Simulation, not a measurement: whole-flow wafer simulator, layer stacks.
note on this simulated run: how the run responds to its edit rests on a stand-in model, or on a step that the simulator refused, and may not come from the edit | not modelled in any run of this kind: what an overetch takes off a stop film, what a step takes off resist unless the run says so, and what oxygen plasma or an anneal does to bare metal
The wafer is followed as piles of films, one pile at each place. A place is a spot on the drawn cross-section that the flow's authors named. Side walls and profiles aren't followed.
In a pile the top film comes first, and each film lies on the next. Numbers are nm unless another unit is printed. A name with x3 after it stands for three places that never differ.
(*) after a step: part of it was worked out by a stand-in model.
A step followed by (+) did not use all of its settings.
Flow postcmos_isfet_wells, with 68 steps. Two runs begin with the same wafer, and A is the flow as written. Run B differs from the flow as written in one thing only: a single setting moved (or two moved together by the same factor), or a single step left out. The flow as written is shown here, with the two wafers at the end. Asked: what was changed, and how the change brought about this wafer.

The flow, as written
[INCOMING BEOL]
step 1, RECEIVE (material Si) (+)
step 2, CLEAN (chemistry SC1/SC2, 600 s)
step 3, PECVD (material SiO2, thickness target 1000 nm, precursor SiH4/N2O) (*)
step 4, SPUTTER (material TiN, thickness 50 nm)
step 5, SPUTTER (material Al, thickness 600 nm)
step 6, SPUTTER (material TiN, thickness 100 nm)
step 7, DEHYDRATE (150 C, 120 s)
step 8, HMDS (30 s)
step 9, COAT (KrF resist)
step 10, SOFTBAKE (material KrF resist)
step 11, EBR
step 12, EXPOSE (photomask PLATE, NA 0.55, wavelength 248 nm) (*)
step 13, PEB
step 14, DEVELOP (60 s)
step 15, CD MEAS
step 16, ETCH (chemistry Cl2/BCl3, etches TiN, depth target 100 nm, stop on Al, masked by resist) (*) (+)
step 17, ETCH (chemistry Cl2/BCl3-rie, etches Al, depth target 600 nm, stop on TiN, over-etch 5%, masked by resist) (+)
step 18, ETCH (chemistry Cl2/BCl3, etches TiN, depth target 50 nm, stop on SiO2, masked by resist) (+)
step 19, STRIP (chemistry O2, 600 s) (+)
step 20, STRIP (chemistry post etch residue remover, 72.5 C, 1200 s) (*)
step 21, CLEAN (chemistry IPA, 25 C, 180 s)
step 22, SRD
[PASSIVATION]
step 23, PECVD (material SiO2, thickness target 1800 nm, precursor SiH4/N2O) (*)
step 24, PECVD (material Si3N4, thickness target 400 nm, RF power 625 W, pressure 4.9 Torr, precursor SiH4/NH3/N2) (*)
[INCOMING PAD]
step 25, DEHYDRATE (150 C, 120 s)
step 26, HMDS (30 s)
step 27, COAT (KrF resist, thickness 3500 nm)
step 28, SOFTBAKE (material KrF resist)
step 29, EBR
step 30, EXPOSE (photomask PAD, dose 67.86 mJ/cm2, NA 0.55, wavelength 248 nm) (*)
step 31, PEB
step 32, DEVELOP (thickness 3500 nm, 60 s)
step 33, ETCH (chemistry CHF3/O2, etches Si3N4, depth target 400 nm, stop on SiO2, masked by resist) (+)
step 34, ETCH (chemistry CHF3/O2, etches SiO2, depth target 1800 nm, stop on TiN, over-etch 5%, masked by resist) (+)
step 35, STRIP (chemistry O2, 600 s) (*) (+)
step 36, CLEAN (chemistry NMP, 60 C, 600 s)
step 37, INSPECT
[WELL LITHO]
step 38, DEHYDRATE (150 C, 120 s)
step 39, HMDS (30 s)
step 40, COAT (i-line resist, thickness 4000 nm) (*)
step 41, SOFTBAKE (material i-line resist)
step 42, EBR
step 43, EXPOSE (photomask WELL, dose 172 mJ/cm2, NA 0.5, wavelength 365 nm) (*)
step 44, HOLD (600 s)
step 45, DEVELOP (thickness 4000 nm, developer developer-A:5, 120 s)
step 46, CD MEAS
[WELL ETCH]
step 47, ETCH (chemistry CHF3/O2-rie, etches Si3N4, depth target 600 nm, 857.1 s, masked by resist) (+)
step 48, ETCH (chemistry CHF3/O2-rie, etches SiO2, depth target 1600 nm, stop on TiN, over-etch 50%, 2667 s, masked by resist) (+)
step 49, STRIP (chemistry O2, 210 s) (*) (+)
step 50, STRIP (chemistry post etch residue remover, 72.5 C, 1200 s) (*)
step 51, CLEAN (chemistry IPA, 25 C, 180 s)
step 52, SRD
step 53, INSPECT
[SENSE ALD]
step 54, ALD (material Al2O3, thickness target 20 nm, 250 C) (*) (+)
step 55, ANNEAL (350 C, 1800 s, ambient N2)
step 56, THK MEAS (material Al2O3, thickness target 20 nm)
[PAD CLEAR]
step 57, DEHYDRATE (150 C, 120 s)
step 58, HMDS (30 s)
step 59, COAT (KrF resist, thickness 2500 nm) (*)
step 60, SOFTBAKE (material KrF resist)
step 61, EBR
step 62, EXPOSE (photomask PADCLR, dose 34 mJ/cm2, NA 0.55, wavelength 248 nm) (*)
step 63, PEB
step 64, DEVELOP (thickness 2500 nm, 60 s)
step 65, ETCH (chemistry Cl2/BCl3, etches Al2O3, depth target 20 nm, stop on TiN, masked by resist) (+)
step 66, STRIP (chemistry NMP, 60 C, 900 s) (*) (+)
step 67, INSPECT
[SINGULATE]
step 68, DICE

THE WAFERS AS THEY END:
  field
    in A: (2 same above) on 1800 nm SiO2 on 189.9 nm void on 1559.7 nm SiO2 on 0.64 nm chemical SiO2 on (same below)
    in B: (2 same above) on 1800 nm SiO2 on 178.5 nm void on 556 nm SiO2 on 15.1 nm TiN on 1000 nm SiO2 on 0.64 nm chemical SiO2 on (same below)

The reason: step 18, ETCH: depth target 34.5 nm was run, though the flow has depth target 50 nm.

Step by step, how the change led to this:
  step 18, ETCH (chemistry Cl2/BCl3, etches TiN, depth target 50 nm, stop on SiO2, masked by resist) (+)
      field: A TiN loses 50 (all of it) | B TiN loses 34.5
      margin, well900, well1300 x3, pad_rim, pad_clr, pad_open: A KrF resist loses 20 | B KrF resist loses 13.8
  step 23, PECVD (material SiO2, thickness target 1800 nm, precursor SiH4/N2O) (*)
      field: A SiO2 gains 1800 (new film), void gains 189.9 (new film), SiO2 gains 559.7 | B SiO2 gains 1800 (new film), void gains 178.5 (new film), SiO2 gains 556 (new film)
If metal films that touch count as one body, field has 1 body; the flow as written gives 0 bodies.
